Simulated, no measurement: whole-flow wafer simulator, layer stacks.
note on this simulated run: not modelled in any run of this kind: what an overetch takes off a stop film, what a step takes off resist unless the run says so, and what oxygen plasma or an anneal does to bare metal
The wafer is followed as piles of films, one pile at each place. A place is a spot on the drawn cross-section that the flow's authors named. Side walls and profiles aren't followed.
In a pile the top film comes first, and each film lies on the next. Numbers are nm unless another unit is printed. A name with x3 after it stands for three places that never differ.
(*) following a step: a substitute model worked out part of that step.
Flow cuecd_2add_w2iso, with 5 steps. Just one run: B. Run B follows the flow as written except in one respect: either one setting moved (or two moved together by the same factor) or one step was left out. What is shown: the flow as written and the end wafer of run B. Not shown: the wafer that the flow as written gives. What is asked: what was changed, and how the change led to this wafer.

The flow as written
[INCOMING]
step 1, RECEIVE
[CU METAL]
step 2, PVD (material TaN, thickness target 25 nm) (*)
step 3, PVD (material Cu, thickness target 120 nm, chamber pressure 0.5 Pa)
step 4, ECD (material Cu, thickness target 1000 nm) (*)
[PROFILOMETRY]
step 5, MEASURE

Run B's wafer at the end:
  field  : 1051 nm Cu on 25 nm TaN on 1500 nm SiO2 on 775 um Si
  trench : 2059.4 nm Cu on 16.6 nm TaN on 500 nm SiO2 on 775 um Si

The reason: step 3, PVD: thickness target 51 nm was run, whereas the flow has thickness target 120 nm.

Step by step, how the change led to this:
  step 3, PVD (material Cu, thickness target 120 nm, chamber pressure 0.5 Pa)
      field: Cu gains 51 (new film) (in the flow as written it would be: Cu gains 120 (new film))
      trench: Cu gains 34.5 (new film) (in the flow as written it would be: Cu gains 80.8 (new film))
